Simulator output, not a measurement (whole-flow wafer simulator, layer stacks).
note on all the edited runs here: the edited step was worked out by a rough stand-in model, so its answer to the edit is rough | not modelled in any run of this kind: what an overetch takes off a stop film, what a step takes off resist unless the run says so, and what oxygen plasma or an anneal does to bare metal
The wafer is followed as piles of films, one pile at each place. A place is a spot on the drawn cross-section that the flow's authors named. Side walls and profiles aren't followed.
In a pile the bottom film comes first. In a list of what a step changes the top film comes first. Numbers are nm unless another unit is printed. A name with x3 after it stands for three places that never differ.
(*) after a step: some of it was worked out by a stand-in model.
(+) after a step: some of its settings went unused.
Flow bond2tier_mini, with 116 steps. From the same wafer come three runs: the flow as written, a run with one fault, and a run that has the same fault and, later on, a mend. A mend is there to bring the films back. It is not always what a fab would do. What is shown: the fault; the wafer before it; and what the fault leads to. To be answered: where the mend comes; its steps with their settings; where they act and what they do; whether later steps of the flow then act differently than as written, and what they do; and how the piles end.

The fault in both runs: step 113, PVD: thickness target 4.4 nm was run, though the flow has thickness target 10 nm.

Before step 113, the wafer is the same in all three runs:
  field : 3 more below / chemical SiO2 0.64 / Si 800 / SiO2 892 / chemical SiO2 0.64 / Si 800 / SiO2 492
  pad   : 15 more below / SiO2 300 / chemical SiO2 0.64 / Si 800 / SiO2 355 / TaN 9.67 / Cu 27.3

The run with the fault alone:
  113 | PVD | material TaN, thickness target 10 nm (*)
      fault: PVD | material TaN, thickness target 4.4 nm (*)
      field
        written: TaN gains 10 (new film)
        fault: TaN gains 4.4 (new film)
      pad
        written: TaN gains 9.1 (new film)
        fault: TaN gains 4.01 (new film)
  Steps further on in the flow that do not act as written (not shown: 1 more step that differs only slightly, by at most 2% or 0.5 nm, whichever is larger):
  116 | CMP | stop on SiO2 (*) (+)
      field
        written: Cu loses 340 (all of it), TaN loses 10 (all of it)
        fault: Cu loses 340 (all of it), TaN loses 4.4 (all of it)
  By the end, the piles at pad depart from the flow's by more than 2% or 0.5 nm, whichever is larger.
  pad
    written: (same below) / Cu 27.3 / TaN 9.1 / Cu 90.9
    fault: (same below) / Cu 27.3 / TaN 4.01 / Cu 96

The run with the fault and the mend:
  After step 113 comes the mend.
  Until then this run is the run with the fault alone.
  113a | PVD | material TaN, thickness target 5.6 nm (*) (the flow's step 113 again, with other settings)
      field
        TaN gains 5.6
      pad
        TaN gains 5.09
  None of the later steps of the flow acts differently than as written at any place that is followed.
  At every place that both follow, the piles at the end match the flow's.
